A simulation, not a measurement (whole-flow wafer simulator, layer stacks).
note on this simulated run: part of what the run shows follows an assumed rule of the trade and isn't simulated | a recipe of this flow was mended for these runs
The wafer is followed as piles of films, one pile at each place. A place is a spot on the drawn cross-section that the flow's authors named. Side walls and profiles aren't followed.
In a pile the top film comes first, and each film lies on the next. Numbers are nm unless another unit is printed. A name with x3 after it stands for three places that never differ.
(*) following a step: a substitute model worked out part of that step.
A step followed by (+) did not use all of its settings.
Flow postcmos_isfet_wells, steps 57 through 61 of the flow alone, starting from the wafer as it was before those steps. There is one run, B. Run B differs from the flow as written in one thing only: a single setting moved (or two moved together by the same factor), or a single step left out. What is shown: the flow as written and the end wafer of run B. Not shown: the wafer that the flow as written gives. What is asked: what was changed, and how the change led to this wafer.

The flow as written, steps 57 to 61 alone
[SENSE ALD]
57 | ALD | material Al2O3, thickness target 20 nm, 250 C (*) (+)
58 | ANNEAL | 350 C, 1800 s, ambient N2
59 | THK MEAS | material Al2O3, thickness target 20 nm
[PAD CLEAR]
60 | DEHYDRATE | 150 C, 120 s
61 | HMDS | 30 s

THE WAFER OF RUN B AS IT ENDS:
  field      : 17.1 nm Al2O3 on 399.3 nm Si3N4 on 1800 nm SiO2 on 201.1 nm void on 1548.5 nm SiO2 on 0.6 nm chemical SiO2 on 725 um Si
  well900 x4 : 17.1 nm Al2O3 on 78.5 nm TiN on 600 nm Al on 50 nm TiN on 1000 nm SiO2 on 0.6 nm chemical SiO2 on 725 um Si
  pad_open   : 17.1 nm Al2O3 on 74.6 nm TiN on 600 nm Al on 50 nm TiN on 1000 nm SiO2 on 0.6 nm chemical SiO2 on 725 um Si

The reason: step 57, ALD: thickness target 17.1 nm was run, though the flow has thickness target 20 nm.
The wafer lets one read it off: field has Al2O3 17.1, and step 57 as written asks for 20 nm.

Step by step, how the change led to this:
  57 | ALD | material Al2O3, thickness target 20 nm, 250 C (*) (+)
      field, margin x3, well900 x4, pad_open: Al2O3 gains 17.1 (new film) (in the flow as written it would be: Al2O3 gains 20 (new film))
